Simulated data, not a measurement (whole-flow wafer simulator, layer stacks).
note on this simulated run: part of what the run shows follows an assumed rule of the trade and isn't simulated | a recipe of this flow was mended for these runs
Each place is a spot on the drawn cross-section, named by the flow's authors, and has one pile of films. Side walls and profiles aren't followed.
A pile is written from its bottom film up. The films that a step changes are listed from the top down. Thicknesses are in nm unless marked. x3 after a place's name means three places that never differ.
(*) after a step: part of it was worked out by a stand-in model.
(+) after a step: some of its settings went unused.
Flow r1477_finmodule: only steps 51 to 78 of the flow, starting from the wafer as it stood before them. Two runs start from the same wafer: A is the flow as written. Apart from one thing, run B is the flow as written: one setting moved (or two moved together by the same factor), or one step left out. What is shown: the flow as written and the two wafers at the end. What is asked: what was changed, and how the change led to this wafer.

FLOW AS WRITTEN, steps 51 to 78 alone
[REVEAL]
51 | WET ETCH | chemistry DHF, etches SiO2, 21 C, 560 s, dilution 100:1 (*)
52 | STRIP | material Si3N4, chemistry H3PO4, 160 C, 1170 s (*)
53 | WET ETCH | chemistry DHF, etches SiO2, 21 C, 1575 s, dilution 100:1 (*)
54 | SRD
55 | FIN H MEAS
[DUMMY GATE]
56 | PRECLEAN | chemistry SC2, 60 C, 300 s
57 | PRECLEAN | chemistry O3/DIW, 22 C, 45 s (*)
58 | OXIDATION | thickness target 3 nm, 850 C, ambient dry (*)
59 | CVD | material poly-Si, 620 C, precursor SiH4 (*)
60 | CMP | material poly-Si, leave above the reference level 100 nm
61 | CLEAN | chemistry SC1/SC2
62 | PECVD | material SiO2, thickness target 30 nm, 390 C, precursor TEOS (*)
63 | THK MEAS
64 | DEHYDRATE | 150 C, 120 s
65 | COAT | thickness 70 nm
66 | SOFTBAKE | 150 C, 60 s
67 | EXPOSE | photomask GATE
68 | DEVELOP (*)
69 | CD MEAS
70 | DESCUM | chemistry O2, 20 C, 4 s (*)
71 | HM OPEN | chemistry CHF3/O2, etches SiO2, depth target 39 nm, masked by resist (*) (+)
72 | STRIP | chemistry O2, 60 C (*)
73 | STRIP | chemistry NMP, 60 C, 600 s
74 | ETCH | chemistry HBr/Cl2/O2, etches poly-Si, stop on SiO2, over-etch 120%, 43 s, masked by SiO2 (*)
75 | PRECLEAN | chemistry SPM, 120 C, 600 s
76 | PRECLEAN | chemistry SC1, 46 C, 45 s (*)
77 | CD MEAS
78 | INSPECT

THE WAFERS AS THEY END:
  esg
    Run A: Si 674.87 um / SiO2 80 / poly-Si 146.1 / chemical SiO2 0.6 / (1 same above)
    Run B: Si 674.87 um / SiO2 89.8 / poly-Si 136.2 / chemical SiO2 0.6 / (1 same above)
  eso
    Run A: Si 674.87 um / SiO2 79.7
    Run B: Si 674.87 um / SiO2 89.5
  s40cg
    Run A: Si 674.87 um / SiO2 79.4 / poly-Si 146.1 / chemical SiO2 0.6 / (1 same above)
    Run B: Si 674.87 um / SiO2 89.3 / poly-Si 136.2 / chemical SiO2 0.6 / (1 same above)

The reason: step 53, WET ETCH: 1378 s was run, though the flow has 1575 s.

Step by step, how the change led to this:
  53 | WET ETCH | chemistry DHF, etches SiO2, 21 C, 1575 s, dilution 100:1 (*)
      esg, e40sg, e100sg and 17 more: A SiO2 loses 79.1 | B SiO2 loses 69.2
      pad, padg: A SiO2 loses 85.7 | B SiO2 loses 75
  59 | CVD | material poly-Si, 620 C, precursor SiH4 (*)
      esg, e40sg, e100sg and 15 more: A poly-Si gains 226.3 (new film) | B poly-Si gains 216.4 (new film)
      e200sg, e200so: A poly-Si gains 219.2 (new film) | B poly-Si gains 209.4 (new film)
  60 | CMP | material poly-Si, leave above the reference level 100 nm
      pad, padg: A poly-Si loses 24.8 | B poly-Si loses 35.5
  74 | ETCH | chemistry HBr/Cl2/O2, etches poly-Si, stop on SiO2, over-etch 120%, 43 s, masked by SiO2 (*)
      eso, e40so, e100so and 7 more: A chemical SiO2 loses 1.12 (all of it), poly-Si loses 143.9 (all of it), SiO2 loses 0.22 | B chemical SiO2 loses 1.12 (all of it), poly-Si loses 134 (all of it), SiO2 loses 0.27
      pad: A chemical SiO2 loses 1.12 (all of it), poly-Si loses 152.8 (all of it), SiO2 loses 0.17 | B chemical SiO2 loses 1.12 (all of it), poly-Si loses 142.1 (all of it), SiO2 loses 0.22
